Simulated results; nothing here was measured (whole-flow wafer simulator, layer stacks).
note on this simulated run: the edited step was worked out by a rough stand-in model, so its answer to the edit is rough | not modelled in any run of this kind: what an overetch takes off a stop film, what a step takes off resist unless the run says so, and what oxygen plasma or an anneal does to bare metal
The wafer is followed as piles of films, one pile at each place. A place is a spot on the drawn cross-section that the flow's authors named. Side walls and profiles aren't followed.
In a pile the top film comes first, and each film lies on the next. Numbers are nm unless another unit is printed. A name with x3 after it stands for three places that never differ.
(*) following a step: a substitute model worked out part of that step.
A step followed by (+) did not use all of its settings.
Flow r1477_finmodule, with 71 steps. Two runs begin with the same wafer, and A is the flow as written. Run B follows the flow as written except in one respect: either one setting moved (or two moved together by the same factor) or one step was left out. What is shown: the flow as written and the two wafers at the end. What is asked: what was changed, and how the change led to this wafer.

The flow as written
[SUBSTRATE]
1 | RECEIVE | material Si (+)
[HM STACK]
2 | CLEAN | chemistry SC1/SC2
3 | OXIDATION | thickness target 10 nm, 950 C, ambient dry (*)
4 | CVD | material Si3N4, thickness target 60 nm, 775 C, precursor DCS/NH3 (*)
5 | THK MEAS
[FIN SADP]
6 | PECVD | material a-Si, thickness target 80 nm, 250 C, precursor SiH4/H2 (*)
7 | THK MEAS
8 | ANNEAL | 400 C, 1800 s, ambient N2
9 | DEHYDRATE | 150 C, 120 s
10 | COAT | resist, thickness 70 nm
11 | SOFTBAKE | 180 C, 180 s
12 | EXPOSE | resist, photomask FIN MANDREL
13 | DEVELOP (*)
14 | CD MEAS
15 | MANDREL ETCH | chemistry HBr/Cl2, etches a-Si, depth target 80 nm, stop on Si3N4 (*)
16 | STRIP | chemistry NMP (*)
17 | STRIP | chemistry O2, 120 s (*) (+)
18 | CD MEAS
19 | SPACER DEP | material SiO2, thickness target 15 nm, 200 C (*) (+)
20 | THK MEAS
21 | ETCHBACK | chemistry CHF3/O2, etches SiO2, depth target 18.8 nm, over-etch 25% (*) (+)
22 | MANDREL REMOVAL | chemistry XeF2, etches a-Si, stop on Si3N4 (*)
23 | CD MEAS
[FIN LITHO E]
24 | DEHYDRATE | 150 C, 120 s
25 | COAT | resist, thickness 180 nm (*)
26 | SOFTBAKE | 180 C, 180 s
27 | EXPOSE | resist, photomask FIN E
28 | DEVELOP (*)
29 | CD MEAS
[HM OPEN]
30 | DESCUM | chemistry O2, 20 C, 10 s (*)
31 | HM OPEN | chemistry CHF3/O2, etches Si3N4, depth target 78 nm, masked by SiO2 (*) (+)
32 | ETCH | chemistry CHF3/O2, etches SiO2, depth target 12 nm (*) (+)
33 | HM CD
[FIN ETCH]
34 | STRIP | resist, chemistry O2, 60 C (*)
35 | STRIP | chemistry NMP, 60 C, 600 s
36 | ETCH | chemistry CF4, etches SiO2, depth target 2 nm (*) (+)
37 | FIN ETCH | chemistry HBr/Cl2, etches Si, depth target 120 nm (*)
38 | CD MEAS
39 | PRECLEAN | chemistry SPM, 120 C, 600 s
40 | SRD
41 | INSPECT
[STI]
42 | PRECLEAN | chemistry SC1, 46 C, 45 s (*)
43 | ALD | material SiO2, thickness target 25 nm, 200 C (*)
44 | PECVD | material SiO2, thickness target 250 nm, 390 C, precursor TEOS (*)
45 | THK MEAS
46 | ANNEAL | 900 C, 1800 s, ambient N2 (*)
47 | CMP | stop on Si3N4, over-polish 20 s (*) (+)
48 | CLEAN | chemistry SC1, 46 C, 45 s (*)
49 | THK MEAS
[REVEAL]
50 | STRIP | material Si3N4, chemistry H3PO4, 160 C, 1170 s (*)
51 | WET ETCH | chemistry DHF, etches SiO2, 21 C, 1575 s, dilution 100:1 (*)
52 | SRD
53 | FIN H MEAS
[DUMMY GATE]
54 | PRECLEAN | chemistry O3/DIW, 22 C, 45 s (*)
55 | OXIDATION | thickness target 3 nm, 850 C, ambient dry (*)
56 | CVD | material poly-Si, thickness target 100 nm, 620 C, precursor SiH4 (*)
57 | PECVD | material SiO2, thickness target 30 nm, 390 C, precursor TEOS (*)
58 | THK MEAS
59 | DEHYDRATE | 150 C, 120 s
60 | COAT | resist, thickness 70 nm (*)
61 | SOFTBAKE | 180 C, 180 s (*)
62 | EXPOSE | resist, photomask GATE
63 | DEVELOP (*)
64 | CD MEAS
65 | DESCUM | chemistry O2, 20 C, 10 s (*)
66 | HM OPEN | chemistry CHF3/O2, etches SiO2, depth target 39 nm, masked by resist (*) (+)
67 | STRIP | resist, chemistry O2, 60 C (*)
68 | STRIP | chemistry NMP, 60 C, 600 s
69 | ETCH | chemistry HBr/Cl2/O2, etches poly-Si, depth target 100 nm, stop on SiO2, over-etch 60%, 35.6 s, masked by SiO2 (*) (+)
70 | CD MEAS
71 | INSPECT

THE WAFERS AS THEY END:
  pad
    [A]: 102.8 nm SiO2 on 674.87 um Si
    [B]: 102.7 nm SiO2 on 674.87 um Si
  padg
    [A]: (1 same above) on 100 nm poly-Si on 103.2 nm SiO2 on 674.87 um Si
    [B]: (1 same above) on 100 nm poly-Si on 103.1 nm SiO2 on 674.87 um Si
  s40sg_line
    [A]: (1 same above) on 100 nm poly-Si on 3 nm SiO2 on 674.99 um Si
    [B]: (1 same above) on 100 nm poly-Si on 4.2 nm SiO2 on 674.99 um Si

What caused this: step 55, OXIDATION: thickness target 4.2 nm was run, whereas the flow has thickness target 3 nm.
The wafer lets one read it off: s40sg_line has SiO2 4.2, and step 55 as written asks for 3 nm.

How this came from the change, step by step:
  55 | OXIDATION | thickness target 3 nm, 850 C, ambient dry (*)
      s40sg_line, s45sg_line, s50sg_line, s40so_line, s45so_line, s50so_line: A +3 SiO2 (new film), -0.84 chemical SiO2 (all of it), -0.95 Si | B +4.2 SiO2 (new film), -0.84 chemical SiO2 (all of it), -1.48 Si
